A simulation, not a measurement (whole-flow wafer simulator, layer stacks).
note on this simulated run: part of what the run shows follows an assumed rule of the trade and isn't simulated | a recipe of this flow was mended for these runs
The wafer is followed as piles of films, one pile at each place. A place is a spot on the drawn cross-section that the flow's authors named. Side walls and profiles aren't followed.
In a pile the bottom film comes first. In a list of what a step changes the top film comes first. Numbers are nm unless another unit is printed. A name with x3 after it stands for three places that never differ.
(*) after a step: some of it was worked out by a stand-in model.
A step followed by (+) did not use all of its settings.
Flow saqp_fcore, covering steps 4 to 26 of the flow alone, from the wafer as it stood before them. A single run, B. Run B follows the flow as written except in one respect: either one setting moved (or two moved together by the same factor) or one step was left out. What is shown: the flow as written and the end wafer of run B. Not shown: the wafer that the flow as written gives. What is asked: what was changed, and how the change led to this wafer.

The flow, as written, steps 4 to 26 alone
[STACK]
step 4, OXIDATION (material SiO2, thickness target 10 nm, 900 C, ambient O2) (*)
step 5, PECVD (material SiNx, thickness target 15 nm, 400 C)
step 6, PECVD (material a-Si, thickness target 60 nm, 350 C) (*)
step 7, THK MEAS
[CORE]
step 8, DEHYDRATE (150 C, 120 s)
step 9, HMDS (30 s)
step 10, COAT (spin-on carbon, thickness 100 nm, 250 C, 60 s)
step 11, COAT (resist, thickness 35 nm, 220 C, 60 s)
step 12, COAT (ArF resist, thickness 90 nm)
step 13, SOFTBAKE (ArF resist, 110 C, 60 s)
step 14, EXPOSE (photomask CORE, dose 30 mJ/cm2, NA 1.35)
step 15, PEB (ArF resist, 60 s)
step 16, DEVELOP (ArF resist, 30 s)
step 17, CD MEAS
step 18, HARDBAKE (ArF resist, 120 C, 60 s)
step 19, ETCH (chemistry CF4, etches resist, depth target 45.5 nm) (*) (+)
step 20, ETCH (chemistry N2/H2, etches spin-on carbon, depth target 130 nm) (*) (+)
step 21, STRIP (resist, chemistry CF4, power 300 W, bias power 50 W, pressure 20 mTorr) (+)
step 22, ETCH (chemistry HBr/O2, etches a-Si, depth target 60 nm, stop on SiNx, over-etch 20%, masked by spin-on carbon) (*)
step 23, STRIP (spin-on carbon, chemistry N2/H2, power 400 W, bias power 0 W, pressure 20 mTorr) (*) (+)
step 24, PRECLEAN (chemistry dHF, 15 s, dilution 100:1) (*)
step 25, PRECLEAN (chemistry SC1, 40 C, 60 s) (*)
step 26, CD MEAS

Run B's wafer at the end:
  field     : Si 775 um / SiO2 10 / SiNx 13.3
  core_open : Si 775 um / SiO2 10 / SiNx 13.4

The reason: step 22, ETCH: depth target 38.4 nm was run, while the flow as written has depth target 60 nm.

Step by step, how the change led to this:
  step 22, ETCH (chemistry HBr/O2, etches a-Si, depth target 60 nm, stop on SiNx, over-etch 20%, masked by spin-on carbon) (*)
      field: -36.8 a-Si (all of it), -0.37 SiNx (as written it would have been: -36.8 a-Si (all of it), -1.41 SiNx)
      core_open: -39.4 a-Si (all of it), -0.27 SiNx (as written it would have been: -39.4 a-Si (all of it), -1.3 SiNx)
